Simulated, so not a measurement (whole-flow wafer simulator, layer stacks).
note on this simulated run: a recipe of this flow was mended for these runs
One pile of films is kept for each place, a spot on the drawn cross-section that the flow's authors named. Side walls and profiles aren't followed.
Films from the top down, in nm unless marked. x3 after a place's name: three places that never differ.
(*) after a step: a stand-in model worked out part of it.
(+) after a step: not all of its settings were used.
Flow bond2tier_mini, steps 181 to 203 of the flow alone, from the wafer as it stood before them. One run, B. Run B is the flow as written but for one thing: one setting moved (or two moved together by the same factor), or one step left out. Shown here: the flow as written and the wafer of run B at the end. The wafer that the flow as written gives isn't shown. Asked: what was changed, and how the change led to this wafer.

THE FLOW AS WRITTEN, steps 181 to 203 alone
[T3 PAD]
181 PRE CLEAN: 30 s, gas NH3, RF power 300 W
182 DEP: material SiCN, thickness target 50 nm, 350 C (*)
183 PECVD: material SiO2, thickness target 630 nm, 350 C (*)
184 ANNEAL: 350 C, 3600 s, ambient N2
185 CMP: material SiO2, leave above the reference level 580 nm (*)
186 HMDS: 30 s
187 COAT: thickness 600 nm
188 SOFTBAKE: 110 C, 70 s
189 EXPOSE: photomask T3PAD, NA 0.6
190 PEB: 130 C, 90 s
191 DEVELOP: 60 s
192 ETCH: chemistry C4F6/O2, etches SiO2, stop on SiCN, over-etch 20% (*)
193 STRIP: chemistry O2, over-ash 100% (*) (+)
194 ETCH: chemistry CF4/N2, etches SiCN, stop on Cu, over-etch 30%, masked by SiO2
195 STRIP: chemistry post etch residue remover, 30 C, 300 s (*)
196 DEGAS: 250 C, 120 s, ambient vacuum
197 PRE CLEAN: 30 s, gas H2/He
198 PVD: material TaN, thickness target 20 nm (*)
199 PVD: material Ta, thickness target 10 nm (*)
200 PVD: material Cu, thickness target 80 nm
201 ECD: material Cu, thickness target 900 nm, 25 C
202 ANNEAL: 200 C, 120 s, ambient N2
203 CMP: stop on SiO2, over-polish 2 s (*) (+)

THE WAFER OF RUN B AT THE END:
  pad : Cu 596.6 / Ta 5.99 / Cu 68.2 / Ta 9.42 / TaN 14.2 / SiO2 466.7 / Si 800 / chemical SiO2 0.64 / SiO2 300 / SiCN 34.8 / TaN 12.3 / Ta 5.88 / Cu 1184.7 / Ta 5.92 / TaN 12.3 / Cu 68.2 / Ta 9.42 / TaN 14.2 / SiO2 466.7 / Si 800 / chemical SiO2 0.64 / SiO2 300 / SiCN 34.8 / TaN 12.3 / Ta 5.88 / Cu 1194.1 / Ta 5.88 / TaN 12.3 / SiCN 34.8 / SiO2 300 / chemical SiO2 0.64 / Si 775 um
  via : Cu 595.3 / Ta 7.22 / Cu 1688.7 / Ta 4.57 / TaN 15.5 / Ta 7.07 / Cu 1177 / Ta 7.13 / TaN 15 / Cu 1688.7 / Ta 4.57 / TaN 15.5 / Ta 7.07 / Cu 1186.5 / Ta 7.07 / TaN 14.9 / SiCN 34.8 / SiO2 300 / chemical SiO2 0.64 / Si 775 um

The cause: step 198, PVD: material TaN, thickness target 20 nm (*), was left out.

How the change led to this, step by step:
  203 CMP: stop on SiO2, over-polish 2 s (*) (+)
      field: Cu -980 (all of it), Ta -10 (all of it) (as written it would be: Cu -980 (all of it), Ta -10 (all of it), TaN -20 (all of it))
